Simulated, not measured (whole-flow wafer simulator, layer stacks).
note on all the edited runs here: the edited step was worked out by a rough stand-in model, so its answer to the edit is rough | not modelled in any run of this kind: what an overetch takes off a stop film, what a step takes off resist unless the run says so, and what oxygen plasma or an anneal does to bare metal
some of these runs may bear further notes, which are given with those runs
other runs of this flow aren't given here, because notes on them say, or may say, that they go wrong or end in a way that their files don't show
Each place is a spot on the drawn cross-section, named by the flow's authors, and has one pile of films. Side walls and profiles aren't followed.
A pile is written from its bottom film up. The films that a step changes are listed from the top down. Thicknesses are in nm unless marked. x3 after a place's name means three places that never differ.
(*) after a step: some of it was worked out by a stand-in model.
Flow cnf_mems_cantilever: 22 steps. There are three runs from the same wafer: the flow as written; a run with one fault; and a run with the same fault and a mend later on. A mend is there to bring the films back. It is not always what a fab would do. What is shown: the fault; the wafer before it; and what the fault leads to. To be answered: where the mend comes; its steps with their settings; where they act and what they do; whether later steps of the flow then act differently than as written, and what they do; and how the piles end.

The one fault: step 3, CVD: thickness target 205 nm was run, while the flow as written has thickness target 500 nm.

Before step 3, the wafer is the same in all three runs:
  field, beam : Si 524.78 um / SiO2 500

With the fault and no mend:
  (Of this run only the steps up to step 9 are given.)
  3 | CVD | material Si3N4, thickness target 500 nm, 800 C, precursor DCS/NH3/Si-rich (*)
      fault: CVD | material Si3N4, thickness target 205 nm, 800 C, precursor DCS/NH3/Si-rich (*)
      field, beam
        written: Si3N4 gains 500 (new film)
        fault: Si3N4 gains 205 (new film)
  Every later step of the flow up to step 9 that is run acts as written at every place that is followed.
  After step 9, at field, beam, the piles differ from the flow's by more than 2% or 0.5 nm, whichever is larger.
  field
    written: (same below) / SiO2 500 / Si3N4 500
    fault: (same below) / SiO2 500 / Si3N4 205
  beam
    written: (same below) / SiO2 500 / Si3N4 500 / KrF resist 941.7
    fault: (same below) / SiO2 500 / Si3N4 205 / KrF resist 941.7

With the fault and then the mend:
  After step 3 comes the mend.
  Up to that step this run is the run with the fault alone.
  3a | ETCH | chemistry h3po4, depth target 235.8 nm
      field, beam
        Si3N4 loses 205 (all of it)
  3b | CLEAN | chemistry SC1/SC2 (the flow's step 1, run once more)
      does not change any film at any place that is followed
  3c | CVD | material Si3N4, thickness target 500 nm, 800 C, precursor DCS/NH3/Si-rich (*) (the flow's step 3, run once more)
      field, beam
        Si3N4 gains 500 (new film)
  Every later step of the flow that is run acts as written at every place that is followed.
  At every place that both follow, the piles at the end match the flow's.
